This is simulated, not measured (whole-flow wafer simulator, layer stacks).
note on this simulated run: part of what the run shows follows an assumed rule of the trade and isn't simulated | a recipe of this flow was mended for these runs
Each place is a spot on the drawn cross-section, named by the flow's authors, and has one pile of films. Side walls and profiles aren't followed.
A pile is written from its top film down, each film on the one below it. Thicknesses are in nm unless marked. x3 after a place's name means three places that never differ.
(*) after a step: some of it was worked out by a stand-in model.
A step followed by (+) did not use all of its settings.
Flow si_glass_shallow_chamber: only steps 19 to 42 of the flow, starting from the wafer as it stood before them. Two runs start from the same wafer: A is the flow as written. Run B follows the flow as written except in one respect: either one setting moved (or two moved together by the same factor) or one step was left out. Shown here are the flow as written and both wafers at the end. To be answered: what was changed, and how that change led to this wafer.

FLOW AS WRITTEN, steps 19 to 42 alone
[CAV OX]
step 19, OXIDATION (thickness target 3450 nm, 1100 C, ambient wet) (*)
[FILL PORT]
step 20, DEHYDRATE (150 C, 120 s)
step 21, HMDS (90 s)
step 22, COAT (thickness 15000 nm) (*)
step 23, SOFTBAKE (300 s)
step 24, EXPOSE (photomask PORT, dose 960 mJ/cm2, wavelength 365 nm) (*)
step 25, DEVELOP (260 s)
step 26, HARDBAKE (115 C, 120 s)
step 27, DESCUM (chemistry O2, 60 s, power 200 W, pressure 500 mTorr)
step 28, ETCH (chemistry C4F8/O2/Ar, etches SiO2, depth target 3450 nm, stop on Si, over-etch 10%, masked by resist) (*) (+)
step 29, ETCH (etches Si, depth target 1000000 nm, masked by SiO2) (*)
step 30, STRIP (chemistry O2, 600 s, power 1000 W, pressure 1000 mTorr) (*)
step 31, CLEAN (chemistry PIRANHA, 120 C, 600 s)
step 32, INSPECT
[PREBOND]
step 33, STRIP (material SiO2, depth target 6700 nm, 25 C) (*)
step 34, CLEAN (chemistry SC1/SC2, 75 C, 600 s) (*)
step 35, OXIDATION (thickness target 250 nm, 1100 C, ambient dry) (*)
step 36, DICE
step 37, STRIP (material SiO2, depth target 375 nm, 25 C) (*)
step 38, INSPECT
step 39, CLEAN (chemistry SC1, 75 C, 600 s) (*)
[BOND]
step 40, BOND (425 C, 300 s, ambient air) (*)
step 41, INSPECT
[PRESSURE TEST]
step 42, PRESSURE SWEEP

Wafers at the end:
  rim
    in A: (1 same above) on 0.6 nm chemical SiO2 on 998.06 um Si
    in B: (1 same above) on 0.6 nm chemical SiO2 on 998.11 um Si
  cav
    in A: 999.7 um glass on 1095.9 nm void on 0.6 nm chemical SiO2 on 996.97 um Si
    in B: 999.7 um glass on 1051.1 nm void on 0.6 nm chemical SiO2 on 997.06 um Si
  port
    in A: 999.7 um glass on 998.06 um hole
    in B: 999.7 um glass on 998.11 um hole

Cause: step 19, OXIDATION: 1077 C was run, though the flow has 1100 C.

Step by step, how the change led to this:
  step 19, OXIDATION (thickness target 3450 nm, 1100 C, ambient wet) (*)
      rim, ramp, septum, ring: A SiO2 gains 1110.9, Si loses 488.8 | B SiO2 gains 999, Si loses 439.6
      cav, port: A SiO2 gains 3450 (new film), chemical SiO2 loses 0.6 (all of it), Si loses 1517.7 | B SiO2 gains 3236.2 (new film), chemical SiO2 loses 0.6 (all of it), Si loses 1423.6
  step 22, COAT (thickness 15000 nm) (*)
      rim: A thick-i-line-resist gains 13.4 um (new film) | B thick-i-line-resist gains 13.38 um (new film)
      ramp: A thick-i-line-resist gains 12.89 um (new film) | B thick-i-line-resist gains 12.86 um (new film)
      (as well as at 2 more places)
  step 25, DEVELOP (260 s)
      port: A thick-i-line-resist loses 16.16 um (all of it) | B thick-i-line-resist loses 16.17 um (all of it)
  step 28, ETCH (chemistry C4F8/O2/Ar, etches SiO2, depth target 3450 nm, stop on Si, over-etch 10%, masked by resist) (*) (+)
      rim, ramp, cav, septum, ring: A thick-i-line-resist loses 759 | B thick-i-line-resist loses 712
      port: A SiO2 loses 3450 (all of it), Si loses 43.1 | B SiO2 loses 3236.2 (all of it), Si loses 69.9
  step 29, ETCH (etches Si, depth target 1000000 nm, masked by SiO2) (*)
      rim, ramp: A thick-i-line-resist loses 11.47 um (all of it), SiO2 loses 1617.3 | B thick-i-line-resist loses 11.48 um (all of it), SiO2 loses 1613
      port: A hole gains 997.05 um (new film), Si loses 997.05 um (all of it) | B hole gains 997.11 um (new film), Si loses 997.11 um (all of it)
      (as well as at 2 more places)
  step 30, STRIP (chemistry O2, 600 s, power 1000 W, pressure 1000 mTorr) (*)
      cav: A thick-i-line-resist loses 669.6 (all of it) | B thick-i-line-resist loses 734 (all of it)
  step 33, STRIP (material SiO2, depth target 6700 nm, 25 C) (*)
      rim, ramp: A SiO2 loses 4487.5 (all of it) | B SiO2 loses 4380 (all of it)
      cav: A SiO2 loses 3450 (all of it) | B SiO2 loses 3236.2 (all of it)
  step 40, BOND (425 C, 300 s, ambient air) (*)
      cav: A glass gains 999.7 um (new film), void gains 1095.9 (new film) | B glass gains 999.7 um (new film), void gains 1051.1 (new film)
